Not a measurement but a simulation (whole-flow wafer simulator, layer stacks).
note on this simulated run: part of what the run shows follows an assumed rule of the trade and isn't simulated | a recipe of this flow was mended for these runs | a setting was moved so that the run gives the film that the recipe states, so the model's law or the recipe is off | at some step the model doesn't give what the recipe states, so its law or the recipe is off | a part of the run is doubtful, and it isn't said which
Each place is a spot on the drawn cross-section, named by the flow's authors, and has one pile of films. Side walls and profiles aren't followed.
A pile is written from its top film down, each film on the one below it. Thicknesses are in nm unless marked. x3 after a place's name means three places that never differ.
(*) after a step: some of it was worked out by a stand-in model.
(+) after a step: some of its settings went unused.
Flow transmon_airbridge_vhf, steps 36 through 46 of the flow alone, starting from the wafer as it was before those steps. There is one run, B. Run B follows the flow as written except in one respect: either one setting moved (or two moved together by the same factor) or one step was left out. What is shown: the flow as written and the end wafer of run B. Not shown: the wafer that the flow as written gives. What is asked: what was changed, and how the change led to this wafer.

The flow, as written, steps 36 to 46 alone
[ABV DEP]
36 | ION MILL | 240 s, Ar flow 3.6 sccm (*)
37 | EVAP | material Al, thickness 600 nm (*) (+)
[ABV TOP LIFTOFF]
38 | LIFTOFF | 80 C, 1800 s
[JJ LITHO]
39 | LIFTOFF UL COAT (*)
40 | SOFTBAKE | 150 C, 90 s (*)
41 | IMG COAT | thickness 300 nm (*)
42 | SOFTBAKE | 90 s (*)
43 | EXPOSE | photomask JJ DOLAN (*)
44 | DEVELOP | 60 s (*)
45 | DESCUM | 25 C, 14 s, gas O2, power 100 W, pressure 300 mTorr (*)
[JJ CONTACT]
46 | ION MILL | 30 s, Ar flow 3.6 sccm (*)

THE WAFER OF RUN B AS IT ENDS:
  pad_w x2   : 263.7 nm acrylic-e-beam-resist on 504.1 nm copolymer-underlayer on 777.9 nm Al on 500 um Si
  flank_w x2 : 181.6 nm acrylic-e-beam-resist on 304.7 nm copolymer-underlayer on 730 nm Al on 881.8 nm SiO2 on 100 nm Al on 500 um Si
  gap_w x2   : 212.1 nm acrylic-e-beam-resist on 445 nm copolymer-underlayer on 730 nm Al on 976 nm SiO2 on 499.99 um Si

The reason: step 37, EVAP: thickness 730 nm was run, while the flow as written has thickness 600 nm.
One can read it off the wafer: flank_w x2 has Al 730, and step 37 as written asks for 600 nm.

How this came from the change, step by step:
  37 | EVAP | material Al, thickness 600 nm (*) (+)
      field x3, jj_line, ground_far and 10 more: Al gains 730 (new film) (in the flow as written it would be: Al gains 600 (new film))
      pad_w x2: Al gains 719.2 (in the flow as written it would be: Al gains 591.1)
  38 | LIFTOFF | 80 C, 1800 s
      field x3, jj_line, trace_open_s x2: Al loses 730 (all of it), i-line-resist loses 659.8 (all of it), lift-off-underlayer loses 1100 (all of it), acrylic-e-beam-resist loses 240 (all of it) (in the flow as written it would be: Al loses 600 (all of it), i-line-resist loses 659.8 (all of it), lift-off-underlayer loses 1100 (all of it), acrylic-e-beam-resist loses 240 (all of it))
      margin_s, margin_n: Al loses 730 (all of it), i-line-resist loses 378.2 (all of it), lift-off-underlayer loses 823.4 (all of it), acrylic-e-beam-resist loses 168.6 (all of it) (in the flow as written it would be: Al loses 600 (all of it), i-line-resist loses 378.2 (all of it), lift-off-underlayer loses 823.4 (all of it), acrylic-e-beam-resist loses 168.6 (all of it))
      (and at 1 other place as well)
  39 | LIFTOFF UL COAT (*)
      margin_s, margin_n: copolymer-underlayer gains 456 (new film) (in the flow as written it would be: copolymer-underlayer gains 446.3 (new film))
      bridge_strip: copolymer-underlayer gains 343.5 (new film) (in the flow as written it would be: copolymer-underlayer gains 355.1 (new film))
  41 | IMG COAT | thickness 300 nm (*)
      bridge_strip: acrylic-e-beam-resist gains 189 (new film) (in the flow as written it would be: acrylic-e-beam-resist gains 196.8 (new film))
